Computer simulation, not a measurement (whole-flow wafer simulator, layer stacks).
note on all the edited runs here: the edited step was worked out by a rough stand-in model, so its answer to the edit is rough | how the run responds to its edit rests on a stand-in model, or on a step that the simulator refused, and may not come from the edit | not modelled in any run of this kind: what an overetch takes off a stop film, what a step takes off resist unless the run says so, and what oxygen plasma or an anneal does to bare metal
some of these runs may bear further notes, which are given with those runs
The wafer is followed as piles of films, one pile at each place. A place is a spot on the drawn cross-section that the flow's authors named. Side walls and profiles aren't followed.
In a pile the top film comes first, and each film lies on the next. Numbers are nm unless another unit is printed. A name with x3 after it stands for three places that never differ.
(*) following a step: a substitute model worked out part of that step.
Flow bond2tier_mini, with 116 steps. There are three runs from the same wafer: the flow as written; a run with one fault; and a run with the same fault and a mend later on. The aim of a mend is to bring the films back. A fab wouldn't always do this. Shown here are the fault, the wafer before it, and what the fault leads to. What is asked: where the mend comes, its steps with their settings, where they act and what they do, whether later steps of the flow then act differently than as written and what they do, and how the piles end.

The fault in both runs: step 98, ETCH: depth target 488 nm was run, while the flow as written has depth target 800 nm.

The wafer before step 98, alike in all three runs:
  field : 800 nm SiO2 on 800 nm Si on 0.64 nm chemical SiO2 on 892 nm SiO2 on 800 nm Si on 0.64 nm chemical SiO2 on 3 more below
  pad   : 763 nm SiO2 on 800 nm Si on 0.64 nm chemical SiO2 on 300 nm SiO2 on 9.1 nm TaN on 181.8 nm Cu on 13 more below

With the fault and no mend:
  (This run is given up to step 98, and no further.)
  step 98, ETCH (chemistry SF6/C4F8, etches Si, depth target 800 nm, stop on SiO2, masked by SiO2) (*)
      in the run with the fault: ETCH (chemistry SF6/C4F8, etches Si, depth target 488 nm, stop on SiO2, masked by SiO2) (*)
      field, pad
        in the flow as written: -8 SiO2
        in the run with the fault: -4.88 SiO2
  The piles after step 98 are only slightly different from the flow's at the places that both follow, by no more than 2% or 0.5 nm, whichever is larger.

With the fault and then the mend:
  The mend stands after step 98.
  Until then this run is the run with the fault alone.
  step 98a, ETCH (chemistry SF6/C4F8, etches Si, depth target 312 nm, stop on SiO2, masked by SiO2) (*) (the flow's step 98, run once more with other settings)
      field, pad
        -3.12 SiO2
  Later steps of the flow that are run all act as written at every place that is followed.
  The piles end the same as the flow's at every place that both follow.
